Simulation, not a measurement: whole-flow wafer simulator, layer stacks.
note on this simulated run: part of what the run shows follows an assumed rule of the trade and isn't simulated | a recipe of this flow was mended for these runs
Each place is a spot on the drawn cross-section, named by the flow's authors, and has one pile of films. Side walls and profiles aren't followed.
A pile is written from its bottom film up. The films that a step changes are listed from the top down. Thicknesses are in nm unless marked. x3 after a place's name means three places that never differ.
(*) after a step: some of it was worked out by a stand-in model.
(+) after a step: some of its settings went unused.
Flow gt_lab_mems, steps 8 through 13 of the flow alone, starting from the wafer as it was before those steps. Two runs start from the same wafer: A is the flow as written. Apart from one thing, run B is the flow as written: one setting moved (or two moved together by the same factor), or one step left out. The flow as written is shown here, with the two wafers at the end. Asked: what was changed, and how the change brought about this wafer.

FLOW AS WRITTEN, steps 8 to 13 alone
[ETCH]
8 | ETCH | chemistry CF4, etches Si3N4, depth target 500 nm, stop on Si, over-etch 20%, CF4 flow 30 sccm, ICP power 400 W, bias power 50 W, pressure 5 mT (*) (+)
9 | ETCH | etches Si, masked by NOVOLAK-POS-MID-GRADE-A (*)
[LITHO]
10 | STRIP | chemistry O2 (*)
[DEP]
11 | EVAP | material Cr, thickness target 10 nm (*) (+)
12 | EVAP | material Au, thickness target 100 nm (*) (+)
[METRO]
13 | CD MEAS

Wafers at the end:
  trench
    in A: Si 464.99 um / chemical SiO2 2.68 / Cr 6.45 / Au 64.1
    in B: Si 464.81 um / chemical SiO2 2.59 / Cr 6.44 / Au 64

What caused this: step 8, ETCH: depth target 800 nm was run, whereas the flow has depth target 500 nm.

How this came from the change, step by step:
  8 | ETCH | chemistry CF4, etches Si3N4, depth target 500 nm, stop on Si, over-etch 20%, CF4 flow 30 sccm, ICP power 400 W, bias power 50 W, pressure 5 mT (*) (+)
      field: A -400 g/i-line-resist | B -640 g/i-line-resist
      trench: A -500 Si3N4 (all of it), -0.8 chemical SiO2 (all of it), -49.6 Si | B -500 Si3N4 (all of it), -0.8 chemical SiO2 (all of it), -229.6 Si
  10 | STRIP | chemistry O2 (*)
      field: A -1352 g/i-line-resist (all of it) | B -1112 g/i-line-resist (all of it)
